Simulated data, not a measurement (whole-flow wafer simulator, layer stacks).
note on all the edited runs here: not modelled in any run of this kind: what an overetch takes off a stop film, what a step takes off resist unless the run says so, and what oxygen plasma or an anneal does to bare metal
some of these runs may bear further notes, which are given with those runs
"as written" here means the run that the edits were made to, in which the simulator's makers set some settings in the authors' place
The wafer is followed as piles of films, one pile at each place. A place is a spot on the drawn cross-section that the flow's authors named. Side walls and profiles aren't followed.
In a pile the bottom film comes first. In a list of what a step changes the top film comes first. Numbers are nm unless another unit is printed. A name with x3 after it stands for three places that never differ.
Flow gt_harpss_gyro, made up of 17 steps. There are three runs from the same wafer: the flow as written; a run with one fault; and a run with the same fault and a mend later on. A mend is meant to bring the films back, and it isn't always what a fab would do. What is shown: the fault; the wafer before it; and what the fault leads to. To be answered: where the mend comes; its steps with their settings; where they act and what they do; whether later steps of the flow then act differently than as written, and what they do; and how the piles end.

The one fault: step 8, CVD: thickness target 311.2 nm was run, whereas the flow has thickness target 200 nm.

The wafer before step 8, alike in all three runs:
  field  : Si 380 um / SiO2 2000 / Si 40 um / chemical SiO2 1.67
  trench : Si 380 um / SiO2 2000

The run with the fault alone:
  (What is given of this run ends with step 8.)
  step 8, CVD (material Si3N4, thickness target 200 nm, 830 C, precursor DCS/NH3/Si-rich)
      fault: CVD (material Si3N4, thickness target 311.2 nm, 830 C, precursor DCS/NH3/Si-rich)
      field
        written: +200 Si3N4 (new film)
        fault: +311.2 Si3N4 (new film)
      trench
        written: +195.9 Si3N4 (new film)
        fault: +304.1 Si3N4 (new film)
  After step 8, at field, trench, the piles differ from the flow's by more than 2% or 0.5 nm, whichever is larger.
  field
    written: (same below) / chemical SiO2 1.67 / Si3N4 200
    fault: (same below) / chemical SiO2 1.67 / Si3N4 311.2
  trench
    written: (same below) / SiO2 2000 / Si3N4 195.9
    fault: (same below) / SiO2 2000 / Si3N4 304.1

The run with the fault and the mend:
  After step 8 comes the mend.
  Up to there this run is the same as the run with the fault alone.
  step 8a, ETCH (chemistry h3po4, depth target 110.1 nm)
      field, trench
        -110.1 Si3N4
  Every later step of the flow that is run acts as written at every place that is followed.
  When the end is reached, the piles differ only a little from the flow's at the places that both follow, at most by 2% or 0.5 nm, whichever is larger.
